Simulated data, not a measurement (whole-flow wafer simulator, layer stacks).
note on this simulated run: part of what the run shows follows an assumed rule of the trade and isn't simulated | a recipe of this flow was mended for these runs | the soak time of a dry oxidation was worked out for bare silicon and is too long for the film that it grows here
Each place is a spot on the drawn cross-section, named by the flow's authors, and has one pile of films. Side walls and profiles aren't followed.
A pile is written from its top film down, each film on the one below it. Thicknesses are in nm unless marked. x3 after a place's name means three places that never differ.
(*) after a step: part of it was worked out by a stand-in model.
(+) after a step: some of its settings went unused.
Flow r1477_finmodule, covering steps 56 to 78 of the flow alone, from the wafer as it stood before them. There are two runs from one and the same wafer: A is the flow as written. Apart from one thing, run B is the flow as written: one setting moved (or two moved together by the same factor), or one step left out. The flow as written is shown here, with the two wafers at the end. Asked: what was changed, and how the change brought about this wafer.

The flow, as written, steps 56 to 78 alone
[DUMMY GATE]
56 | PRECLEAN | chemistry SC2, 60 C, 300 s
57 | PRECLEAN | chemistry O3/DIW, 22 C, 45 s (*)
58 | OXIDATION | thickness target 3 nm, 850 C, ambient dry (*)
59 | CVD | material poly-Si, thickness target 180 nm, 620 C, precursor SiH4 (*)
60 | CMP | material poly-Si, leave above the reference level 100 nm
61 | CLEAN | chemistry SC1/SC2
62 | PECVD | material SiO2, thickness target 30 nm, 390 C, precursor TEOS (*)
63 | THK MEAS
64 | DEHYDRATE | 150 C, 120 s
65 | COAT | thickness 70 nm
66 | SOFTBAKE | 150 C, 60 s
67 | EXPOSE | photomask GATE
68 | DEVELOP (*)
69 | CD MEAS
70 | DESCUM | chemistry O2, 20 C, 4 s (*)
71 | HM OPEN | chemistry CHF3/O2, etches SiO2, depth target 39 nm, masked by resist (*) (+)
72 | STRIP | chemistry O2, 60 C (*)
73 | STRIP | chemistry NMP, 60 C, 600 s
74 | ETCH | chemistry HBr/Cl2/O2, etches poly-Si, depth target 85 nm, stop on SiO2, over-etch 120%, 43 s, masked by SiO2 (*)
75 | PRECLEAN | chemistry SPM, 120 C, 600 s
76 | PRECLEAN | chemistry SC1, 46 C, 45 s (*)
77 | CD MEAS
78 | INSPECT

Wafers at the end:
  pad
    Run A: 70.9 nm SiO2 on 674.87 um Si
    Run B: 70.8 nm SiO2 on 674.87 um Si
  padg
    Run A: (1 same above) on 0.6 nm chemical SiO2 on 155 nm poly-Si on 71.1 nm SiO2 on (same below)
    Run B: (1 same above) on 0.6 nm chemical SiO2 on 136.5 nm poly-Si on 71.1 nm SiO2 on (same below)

Cause: step 59, CVD: thickness target 136.8 nm was run, whereas the flow has thickness target 180 nm.

Step by step, how the change led to this:
  59 | CVD | material poly-Si, thickness target 180 nm, 620 C, precursor SiH4 (*)
      esg x6, s40cg x3, eso x6, s40co x3: A poly-Si gains 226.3 (new film) | B poly-Si gains 183.1 (new film)
      pad, padg, elg x7, elo x7: A poly-Si gains 180 (new film) | B poly-Si gains 136.8 (new film)
      (also at 2 further places)
  60 | CMP | material poly-Si, leave above the reference level 100 nm
      pad, padg: A poly-Si loses 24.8 | B nothing
      elg x7, esg x6, s40cg x3, elo x7, eso x6, s40co x3: A poly-Si loses 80 | B poly-Si loses 36.8
      (also at 2 further places)
  74 | ETCH | chemistry HBr/Cl2/O2, etches poly-Si, depth target 85 nm, stop on SiO2, over-etch 120%, 43 s, masked by SiO2 (*)
      pad: A chemical SiO2 loses 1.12 (all of it), poly-Si loses 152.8 (all of it), SiO2 loses 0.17 | B chemical SiO2 loses 1.12 (all of it), poly-Si loses 134.4 (all of it), SiO2 loses 0.26
